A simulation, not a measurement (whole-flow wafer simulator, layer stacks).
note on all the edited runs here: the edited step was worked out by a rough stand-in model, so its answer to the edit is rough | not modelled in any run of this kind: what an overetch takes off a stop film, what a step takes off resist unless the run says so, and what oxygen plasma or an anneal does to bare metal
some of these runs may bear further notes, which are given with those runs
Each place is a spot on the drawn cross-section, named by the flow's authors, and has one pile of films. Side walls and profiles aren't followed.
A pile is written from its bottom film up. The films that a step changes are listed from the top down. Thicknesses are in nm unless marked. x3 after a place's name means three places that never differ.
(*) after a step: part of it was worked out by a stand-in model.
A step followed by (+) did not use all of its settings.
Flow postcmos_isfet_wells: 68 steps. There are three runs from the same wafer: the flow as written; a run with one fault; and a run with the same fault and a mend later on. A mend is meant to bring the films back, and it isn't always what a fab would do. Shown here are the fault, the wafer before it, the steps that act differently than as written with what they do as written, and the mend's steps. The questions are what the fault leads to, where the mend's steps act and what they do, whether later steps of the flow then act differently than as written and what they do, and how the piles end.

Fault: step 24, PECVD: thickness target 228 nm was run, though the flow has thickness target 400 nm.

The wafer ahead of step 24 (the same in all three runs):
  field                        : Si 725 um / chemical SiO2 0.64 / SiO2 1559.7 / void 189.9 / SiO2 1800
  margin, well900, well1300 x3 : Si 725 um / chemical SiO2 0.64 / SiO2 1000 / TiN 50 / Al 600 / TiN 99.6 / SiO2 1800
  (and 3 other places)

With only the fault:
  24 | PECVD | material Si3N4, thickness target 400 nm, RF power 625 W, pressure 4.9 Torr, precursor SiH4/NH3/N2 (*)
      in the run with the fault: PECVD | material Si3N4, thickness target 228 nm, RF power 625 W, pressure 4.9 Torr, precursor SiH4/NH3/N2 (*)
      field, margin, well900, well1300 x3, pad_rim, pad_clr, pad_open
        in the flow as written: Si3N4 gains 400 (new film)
        in the run with the fault: Si3N4 gains 228 (new film)
  Steps later in the flow that act otherwise than as written (2 other steps are not shown; they differ only slightly, by no more than 2% or 0.5 nm, whichever is larger):
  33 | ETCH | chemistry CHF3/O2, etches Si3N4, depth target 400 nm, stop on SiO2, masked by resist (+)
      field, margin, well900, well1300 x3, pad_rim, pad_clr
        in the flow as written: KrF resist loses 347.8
        in the run with the fault: KrF resist loses 297.4
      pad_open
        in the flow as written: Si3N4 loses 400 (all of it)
        in the run with the fault: Si3N4 loses 228 (all of it)
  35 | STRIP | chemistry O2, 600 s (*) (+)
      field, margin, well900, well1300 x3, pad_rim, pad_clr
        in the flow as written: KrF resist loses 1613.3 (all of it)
        in the run with the fault: KrF resist loses 1663.8 (all of it)
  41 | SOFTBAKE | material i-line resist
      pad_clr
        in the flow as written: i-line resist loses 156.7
        in the run with the fault: i-line resist loses 139.6
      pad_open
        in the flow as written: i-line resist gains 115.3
        in the run with the fault: i-line resist gains 107.7
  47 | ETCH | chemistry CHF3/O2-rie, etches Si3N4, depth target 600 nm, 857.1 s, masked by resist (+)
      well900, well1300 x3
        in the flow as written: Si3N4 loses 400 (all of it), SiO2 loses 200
        in the run with the fault: Si3N4 loses 228 (all of it), SiO2 loses 372
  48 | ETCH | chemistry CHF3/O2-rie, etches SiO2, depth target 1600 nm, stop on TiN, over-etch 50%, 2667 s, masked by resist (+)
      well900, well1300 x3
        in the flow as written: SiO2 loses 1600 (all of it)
        in the run with the fault: SiO2 loses 1428 (all of it)
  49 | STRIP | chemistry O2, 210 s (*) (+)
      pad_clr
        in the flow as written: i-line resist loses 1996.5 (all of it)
        in the run with the fault: i-line resist loses 2067.3 (all of it)
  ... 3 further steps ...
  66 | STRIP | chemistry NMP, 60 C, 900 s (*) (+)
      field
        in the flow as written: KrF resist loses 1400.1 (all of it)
        in the run with the fault: KrF resist loses 1481.7 (all of it)
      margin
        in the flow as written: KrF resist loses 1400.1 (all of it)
        in the run with the fault: KrF resist loses 1481.6 (all of it)
  By the end, the piles at field, margin, pad_rim, pad_clr depart from the flow's by more than 2% or 0.5 nm, whichever is larger.
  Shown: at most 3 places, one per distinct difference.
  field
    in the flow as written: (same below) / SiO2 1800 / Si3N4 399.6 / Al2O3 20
    in the run with the fault: (same below) / SiO2 1800 / Si3N4 227.6 / Al2O3 20
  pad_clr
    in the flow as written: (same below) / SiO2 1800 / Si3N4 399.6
    in the run with the fault: (same below) / SiO2 1800 / Si3N4 227.6

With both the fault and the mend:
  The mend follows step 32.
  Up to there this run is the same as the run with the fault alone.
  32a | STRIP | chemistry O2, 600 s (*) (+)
      field, margin, well900, well1300 x3, pad_rim, pad_clr
        KrF resist loses 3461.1 (all of it)
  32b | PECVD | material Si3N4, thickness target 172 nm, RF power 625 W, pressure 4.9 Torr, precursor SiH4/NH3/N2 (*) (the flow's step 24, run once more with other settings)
      field, margin, well900, well1300 x3, pad_rim, pad_clr, pad_open
        Si3N4 gains 172
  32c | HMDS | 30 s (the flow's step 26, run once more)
      leaves every film unchanged at each place that is followed
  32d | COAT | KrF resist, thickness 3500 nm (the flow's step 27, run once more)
      field, margin, well900, well1300 x3, pad_rim, pad_clr, pad_open
        KrF resist gains 3500 (new film)
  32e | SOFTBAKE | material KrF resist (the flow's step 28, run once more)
      leaves every film unchanged at each place that is followed
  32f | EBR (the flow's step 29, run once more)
      leaves every film unchanged at each place that is followed
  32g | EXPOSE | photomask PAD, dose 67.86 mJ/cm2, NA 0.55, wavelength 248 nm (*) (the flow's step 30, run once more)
      leaves every film unchanged at each place that is followed
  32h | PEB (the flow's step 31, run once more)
      field, margin, well900, well1300 x3, pad_rim, pad_clr, pad_open
        KrF resist loses 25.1
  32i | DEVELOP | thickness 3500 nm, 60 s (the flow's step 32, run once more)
      field, margin, well900, well1300 x3, pad_rim, pad_clr
        KrF resist loses 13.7
      pad_open
        KrF resist loses 3474.9 (all of it)
  Every later step of the flow that is run acts as written at every place that is followed.
  The piles end the same as the flow's at every place that both follow.
